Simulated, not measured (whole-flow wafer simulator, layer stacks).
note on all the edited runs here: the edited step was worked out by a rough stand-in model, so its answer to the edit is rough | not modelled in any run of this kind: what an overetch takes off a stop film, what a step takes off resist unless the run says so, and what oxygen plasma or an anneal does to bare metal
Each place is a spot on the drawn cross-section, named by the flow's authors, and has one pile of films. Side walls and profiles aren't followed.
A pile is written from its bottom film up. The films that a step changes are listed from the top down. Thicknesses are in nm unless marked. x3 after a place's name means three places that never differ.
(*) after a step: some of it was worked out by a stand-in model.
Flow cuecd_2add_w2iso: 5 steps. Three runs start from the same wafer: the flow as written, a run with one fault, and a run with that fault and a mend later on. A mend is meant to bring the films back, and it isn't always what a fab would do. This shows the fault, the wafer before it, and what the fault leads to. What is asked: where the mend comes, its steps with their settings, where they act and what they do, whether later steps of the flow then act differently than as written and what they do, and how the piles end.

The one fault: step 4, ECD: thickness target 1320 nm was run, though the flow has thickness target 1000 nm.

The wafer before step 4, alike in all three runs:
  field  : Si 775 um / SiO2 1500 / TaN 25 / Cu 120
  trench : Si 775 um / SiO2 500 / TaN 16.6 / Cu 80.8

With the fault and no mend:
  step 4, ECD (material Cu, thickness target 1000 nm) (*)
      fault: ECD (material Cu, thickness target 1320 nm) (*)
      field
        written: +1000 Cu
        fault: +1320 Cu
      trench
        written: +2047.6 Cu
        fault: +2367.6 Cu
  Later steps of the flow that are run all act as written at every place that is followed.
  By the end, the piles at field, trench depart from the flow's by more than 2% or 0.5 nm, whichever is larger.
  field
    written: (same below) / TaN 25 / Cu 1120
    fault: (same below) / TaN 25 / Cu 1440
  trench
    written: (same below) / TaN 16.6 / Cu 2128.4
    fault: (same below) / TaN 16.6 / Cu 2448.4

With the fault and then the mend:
  The mend follows step 5.
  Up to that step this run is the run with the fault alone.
  step 5a, ETCH (chemistry cu recess dil, depth target 320 nm)
      field, trench
        -320 Cu
  Later steps of the flow that are run all act as written at every place that is followed.
  At every place that both follow, the piles at the end match the flow's.
